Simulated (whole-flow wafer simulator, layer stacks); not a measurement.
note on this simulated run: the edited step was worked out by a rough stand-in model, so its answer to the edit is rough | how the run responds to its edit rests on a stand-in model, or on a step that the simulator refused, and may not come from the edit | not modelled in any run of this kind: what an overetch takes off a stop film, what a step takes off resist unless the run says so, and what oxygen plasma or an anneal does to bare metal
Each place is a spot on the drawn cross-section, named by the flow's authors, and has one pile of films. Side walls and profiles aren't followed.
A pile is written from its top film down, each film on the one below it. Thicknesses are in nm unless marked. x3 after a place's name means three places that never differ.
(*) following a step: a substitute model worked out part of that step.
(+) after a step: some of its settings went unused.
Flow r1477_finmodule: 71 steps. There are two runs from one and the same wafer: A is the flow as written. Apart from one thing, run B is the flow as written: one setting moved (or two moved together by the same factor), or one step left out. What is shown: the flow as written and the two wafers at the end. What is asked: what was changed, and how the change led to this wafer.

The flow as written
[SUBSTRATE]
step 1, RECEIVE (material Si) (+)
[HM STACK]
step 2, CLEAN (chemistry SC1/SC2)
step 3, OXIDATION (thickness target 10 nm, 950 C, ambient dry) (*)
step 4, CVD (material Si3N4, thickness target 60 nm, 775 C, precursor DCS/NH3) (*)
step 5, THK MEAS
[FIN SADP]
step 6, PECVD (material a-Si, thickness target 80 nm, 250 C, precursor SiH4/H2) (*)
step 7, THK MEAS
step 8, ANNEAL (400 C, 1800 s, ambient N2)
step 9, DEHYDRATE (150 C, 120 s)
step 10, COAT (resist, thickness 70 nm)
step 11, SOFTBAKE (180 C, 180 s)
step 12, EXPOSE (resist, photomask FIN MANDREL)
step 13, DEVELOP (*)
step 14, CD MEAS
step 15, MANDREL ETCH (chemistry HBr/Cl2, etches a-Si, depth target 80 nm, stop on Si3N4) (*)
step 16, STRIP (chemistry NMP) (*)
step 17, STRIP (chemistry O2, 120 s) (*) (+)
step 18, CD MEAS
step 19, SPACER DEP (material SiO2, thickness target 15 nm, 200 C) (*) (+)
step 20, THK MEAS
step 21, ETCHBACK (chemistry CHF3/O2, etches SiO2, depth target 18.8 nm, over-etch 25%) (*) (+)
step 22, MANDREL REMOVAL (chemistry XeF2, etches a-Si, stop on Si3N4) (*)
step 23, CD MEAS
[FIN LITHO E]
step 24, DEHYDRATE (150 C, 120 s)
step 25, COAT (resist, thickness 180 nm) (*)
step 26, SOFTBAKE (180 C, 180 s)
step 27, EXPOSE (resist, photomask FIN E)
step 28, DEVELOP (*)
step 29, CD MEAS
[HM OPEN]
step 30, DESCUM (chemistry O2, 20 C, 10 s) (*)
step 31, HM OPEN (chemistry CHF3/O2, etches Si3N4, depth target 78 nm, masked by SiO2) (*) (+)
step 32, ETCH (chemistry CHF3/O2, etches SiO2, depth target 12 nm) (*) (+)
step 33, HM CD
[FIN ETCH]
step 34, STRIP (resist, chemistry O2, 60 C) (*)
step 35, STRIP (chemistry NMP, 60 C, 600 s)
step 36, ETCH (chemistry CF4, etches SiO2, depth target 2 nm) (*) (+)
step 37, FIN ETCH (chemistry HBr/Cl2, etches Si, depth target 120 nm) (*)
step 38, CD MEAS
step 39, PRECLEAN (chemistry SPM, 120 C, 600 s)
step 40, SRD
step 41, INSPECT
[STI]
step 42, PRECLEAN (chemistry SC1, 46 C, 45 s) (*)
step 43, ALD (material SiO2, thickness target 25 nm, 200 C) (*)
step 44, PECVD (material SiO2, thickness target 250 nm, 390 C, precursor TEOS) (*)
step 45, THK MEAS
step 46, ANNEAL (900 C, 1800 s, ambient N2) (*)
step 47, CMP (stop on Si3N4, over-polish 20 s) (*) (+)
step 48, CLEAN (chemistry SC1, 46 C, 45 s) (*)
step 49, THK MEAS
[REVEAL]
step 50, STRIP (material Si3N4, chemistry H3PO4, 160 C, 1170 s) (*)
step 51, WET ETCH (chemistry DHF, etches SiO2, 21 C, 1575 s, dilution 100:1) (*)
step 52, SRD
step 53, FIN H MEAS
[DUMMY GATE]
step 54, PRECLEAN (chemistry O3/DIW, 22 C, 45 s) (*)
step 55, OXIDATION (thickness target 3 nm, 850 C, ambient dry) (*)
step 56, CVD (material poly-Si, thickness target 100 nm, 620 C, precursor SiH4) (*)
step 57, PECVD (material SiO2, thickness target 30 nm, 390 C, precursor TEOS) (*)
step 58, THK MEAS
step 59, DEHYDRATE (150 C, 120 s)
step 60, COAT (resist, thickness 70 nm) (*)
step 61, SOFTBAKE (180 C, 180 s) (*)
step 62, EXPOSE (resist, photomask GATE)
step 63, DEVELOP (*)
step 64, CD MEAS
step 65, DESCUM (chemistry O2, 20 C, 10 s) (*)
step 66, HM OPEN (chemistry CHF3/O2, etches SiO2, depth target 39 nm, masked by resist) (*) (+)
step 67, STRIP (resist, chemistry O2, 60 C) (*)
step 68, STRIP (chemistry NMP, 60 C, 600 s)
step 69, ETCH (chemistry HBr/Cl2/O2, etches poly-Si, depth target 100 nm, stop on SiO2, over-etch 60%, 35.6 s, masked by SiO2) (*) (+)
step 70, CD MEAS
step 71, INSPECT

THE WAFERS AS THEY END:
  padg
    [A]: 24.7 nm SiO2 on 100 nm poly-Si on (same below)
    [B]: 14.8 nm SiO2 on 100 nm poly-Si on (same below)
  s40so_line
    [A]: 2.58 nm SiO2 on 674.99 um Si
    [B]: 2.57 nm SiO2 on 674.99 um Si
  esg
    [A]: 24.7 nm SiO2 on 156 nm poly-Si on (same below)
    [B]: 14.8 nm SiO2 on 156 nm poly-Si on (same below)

The reason: step 57, PECVD: thickness target 20.1 nm was run, though the flow has thickness target 30 nm.

How this came from the change, step by step:
  step 57, PECVD (material SiO2, thickness target 30 nm, 390 C, precursor TEOS) (*)
      pad, padg, elg and 33 more: A +30 SiO2 (new film) | B +20.1 SiO2 (new film)
  step 66, HM OPEN (chemistry CHF3/O2, etches SiO2, depth target 39 nm, masked by resist) (*) (+)
      pad, elo, eso and 15 more: A -30 SiO2 (all of it), -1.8 poly-Si | B -20.1 SiO2 (all of it), -2.01 poly-Si
      padg, elg, esg and 15 more: A -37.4 resist | B -28.9 resist
  step 67, STRIP (resist, chemistry O2, 60 C) (*)
      padg, elg, esg: A -15.9 resist (all of it) | B -24.4 resist (all of it)
      e40lg, e100lg: A -12.8 resist (all of it) | B -21.2 resist (all of it)
      (and at 13 other places as well)
